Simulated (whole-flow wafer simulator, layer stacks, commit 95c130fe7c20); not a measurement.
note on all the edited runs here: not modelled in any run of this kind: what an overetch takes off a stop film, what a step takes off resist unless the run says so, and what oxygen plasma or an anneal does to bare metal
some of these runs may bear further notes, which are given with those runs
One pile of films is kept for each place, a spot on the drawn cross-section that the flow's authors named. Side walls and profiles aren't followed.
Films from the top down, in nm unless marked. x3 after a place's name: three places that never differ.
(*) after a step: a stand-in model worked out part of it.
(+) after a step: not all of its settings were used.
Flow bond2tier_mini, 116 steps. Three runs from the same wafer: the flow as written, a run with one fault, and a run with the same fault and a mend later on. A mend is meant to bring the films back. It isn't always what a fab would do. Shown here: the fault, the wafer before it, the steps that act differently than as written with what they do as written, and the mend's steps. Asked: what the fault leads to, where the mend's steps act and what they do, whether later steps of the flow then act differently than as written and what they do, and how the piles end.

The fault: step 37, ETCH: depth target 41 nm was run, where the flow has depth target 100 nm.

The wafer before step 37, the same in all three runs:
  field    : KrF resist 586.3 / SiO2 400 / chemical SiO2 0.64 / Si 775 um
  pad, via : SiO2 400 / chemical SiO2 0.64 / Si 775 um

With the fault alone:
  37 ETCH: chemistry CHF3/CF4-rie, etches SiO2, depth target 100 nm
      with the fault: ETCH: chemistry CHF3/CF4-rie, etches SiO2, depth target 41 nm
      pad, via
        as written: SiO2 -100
        with the fault: SiO2 -41
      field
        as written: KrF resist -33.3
        with the fault: KrF resist -13.7
  Later steps of the flow that act differently than as written:
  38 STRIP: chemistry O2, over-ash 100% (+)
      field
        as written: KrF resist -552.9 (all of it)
        with the fault: KrF resist -572.6 (all of it)
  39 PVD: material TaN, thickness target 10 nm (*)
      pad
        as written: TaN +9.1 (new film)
        with the fault: TaN +9.63 (new film)
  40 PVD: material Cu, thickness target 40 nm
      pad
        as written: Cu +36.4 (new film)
        with the fault: Cu +38.5 (new film)
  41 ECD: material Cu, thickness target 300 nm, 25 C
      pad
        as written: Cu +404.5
        with the fault: Cu +342.9
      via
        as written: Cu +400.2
        with the fault: Cu +341
  At the end the piles differ from the flow's by more than 2% or 0.5 nm, whichever is larger, at pad.
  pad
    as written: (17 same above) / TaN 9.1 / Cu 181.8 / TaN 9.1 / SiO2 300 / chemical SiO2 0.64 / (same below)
    with the fault: (17 same above) / TaN 9.1 / Cu 122.3 / TaN 9.63 / SiO2 359 / chemical SiO2 0.64 / (same below)

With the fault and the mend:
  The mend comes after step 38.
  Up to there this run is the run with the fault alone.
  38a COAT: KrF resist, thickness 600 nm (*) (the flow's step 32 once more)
      field
        KrF resist +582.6 (new film)
      pad
        KrF resist +618.1 (new film)
      via
        KrF resist +615.9 (new film)
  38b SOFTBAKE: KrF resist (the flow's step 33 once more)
      changes no film at any place that is followed
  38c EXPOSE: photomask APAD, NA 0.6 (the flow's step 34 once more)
      changes no film at any place that is followed
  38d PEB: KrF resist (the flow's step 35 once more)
      changes no film at any place that is followed
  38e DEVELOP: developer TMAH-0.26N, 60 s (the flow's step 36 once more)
      field
        KrF resist -13.7
      pad
        KrF resist -618.1 (all of it)
      via
        KrF resist -615.9 (all of it)
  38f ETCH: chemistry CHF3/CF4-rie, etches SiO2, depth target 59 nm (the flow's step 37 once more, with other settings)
      pad, via
        SiO2 -59
      field
        KrF resist -19.7
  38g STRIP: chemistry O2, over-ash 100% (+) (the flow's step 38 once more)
      field
        KrF resist -549.2 (all of it)
  No later step of the flow acts differently than as written at any place that is followed.
  At the end the piles are the same as the flow's at every place that both follow.
